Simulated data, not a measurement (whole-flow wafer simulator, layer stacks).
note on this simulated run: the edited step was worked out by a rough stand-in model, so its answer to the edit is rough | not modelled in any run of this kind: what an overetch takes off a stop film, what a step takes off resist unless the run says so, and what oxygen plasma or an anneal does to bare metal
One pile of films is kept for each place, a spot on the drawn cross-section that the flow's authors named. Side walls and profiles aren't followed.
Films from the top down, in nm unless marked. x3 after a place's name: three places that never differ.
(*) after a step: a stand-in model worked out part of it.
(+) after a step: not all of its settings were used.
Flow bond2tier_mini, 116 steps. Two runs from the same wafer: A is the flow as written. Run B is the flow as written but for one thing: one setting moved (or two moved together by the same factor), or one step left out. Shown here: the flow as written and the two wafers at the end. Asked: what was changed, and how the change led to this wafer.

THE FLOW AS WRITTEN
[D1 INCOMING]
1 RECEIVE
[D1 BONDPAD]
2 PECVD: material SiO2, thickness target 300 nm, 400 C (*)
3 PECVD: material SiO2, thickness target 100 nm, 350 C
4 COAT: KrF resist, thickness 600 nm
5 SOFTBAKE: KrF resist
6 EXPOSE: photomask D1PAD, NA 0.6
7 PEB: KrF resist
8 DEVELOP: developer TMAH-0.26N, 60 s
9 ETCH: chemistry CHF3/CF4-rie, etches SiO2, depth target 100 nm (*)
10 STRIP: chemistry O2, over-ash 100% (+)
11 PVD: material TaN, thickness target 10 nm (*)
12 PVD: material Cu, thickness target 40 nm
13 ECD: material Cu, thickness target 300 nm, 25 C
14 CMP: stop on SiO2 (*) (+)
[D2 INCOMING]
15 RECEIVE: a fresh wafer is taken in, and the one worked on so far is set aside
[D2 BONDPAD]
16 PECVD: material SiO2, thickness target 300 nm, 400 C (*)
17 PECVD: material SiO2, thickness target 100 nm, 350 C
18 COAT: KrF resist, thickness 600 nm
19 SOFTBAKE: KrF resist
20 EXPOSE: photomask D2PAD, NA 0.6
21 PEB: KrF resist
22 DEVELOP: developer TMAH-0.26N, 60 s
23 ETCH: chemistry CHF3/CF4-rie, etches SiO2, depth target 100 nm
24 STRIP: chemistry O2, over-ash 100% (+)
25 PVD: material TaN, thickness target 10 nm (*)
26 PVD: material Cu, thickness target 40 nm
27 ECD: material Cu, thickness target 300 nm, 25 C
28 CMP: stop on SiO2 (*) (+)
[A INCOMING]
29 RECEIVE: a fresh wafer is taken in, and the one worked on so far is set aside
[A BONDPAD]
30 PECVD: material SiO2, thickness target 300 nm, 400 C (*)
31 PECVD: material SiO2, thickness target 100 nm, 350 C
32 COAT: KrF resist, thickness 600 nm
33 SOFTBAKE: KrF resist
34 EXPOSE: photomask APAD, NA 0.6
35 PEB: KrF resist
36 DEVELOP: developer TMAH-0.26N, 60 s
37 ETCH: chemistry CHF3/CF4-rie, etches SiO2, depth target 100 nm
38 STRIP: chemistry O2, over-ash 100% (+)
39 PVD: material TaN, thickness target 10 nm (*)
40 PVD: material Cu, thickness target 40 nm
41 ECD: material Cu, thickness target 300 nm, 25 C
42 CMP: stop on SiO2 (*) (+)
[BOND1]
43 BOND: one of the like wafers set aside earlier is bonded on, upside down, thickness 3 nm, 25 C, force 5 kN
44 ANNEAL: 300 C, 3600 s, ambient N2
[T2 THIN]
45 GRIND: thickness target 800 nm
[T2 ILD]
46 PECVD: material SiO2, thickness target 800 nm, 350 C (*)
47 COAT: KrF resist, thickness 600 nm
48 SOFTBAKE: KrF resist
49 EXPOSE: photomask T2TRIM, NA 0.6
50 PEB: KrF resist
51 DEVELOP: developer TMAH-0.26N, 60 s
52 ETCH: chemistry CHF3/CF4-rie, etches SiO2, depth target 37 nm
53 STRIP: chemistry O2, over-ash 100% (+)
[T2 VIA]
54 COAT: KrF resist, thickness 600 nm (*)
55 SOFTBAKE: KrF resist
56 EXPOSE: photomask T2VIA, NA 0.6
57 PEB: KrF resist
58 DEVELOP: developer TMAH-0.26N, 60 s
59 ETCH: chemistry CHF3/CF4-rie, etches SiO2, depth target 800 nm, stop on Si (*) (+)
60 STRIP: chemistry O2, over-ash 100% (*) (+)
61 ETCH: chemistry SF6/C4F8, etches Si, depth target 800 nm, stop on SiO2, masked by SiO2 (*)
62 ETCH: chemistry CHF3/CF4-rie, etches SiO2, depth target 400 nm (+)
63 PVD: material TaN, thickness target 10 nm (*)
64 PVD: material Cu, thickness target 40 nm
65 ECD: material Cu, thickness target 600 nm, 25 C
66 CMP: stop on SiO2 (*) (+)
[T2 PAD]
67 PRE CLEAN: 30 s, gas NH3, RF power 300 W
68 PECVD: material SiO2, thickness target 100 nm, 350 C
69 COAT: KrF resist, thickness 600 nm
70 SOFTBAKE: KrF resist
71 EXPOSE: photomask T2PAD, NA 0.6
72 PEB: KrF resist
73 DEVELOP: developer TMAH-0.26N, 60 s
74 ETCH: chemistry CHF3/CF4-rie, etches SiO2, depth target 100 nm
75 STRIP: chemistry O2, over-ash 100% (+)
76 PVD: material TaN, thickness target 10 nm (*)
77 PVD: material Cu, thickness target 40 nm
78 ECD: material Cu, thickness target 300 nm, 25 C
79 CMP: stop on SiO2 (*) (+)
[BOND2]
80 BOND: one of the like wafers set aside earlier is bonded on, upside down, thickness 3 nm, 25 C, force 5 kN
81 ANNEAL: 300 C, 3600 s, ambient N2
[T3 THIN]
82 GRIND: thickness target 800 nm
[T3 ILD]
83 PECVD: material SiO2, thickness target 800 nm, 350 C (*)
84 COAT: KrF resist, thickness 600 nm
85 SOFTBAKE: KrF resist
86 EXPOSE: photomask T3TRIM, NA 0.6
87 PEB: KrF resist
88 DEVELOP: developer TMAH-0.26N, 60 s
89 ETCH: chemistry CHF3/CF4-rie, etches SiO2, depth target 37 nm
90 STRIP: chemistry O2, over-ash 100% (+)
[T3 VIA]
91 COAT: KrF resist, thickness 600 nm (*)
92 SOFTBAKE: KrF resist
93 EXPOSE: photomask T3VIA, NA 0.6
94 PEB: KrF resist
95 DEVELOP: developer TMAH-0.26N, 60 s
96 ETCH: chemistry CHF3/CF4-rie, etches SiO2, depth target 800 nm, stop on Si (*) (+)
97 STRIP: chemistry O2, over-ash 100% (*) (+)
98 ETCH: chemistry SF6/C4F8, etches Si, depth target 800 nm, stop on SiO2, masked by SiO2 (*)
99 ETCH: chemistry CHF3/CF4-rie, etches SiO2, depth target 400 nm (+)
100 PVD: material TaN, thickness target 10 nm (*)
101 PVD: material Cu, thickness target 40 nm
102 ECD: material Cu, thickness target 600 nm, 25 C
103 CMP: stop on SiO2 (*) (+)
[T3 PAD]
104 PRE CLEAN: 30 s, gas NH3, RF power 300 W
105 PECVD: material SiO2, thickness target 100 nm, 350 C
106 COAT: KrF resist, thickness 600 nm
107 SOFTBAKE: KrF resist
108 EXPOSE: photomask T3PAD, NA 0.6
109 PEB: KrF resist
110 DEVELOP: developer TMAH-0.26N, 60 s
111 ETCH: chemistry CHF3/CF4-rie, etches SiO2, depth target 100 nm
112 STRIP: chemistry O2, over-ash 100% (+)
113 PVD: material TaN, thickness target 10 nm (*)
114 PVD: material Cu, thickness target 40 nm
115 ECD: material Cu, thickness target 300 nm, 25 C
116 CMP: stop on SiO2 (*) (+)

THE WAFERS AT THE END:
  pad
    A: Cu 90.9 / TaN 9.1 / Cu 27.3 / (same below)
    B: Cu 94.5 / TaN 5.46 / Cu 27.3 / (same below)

The cause: step 113, PVD: thickness target 6 nm was run, where the flow has thickness target 10 nm.

How the change led to this, step by step:
  113 PVD: material TaN, thickness target 10 nm (*)
      field: A TaN +10 (new film) | B TaN +6 (new film)
      pad: A TaN +9.1 (new film) | B TaN +5.46 (new film)
  116 CMP: stop on SiO2 (*) (+)
      field: A Cu -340 (all of it), TaN -10 (all of it) | B Cu -340 (all of it), TaN -6 (all of it)
